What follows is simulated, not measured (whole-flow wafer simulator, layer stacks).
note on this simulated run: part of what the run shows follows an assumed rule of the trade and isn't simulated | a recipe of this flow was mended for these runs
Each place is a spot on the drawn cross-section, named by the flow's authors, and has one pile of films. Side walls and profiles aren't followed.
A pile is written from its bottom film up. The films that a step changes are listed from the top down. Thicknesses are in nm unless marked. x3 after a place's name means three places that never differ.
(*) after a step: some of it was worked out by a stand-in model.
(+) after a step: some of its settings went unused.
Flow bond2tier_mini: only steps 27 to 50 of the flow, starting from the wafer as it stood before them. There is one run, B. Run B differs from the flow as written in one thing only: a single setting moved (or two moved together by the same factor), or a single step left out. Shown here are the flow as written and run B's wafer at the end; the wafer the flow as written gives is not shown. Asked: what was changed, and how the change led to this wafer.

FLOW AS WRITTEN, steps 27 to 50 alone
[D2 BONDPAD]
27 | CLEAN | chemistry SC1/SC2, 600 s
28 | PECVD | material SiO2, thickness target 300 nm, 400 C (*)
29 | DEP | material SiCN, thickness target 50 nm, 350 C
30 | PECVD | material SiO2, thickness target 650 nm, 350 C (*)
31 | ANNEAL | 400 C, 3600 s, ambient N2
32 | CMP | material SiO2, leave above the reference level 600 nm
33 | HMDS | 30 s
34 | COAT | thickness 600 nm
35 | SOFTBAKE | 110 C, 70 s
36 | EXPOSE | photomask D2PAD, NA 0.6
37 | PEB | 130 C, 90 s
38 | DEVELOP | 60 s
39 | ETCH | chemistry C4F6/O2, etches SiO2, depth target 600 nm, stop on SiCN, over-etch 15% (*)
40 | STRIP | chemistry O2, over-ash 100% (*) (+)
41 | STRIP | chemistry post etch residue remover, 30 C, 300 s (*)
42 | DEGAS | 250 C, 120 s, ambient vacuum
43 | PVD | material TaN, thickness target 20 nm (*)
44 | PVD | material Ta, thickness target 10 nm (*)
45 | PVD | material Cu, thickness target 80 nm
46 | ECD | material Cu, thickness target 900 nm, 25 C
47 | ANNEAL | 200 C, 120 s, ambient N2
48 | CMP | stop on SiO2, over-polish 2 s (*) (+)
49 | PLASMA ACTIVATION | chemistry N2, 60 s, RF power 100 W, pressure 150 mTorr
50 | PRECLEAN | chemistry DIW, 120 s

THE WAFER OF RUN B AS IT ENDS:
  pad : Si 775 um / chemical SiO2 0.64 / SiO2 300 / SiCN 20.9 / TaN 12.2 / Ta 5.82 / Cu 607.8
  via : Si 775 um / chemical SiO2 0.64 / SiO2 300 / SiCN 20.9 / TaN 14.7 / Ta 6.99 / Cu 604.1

What caused this: step 39, ETCH: depth target 672 nm was run, though the flow has depth target 600 nm.

The path from the change to this, step by step:
  39 | ETCH | chemistry C4F6/O2, etches SiO2, depth target 600 nm, stop on SiCN, over-etch 15% (*)
      pad, via: SiO2 loses 600 (all of it), SiCN loses 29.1 (in the flow as written it would be: SiO2 loses 600 (all of it), SiCN loses 15.2)
      field: thick-KrF-resist loses 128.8 (in the flow as written it would be: thick-KrF-resist loses 115)
  40 | STRIP | chemistry O2, over-ash 100% (*) (+)
      field: thick-KrF-resist loses 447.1 (all of it) (in the flow as written it would be: thick-KrF-resist loses 460.9 (all of it))
